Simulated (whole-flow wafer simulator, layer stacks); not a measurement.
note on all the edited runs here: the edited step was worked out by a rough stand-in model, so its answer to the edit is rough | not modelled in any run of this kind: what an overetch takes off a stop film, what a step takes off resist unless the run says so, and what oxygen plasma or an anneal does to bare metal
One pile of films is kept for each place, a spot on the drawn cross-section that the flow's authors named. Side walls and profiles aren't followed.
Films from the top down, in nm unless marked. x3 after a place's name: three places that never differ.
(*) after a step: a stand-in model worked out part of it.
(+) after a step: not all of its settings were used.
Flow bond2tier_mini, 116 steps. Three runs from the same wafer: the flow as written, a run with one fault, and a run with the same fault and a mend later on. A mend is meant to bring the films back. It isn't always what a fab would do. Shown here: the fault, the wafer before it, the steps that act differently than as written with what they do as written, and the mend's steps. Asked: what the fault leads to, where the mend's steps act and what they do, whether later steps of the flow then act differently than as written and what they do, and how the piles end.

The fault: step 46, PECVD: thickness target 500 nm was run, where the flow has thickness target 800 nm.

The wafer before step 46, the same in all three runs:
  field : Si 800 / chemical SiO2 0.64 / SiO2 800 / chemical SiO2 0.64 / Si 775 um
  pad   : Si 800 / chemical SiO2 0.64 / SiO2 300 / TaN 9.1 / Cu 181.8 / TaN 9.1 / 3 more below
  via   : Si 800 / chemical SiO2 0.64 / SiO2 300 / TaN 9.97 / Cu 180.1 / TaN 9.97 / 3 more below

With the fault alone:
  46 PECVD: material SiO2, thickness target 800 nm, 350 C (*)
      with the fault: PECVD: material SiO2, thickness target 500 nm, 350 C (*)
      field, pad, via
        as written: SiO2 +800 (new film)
        with the fault: SiO2 +500 (new film)
  Later steps of the flow that act differently than as written:
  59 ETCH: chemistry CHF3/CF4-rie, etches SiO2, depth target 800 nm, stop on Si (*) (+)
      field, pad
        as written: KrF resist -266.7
        with the fault: KrF resist -231.5
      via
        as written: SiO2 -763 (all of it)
        with the fault: SiO2 -463 (all of it)
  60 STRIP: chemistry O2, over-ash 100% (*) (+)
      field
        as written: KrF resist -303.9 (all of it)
        with the fault: KrF resist -339.1 (all of it)
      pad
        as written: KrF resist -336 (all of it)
        with the fault: KrF resist -371.1 (all of it)
  At the end the piles differ from the flow's by more than 2% or 0.5 nm, whichever is larger, at field, pad.
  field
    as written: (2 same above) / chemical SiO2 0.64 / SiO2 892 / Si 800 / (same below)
    with the fault: (2 same above) / chemical SiO2 0.64 / SiO2 592 / Si 800 / (same below)
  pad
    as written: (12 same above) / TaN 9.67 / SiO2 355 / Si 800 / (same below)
    with the fault: (12 same above) / TaN 9.67 / SiO2 55 / Si 800 / (same below)

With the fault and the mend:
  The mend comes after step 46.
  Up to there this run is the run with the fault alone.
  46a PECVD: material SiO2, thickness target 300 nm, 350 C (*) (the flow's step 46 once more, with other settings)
      field, pad, via
        SiO2 +300
  No later step of the flow acts differently than as written at any place that is followed.
  At the end the piles are the same as the flow's at every place that both follow.
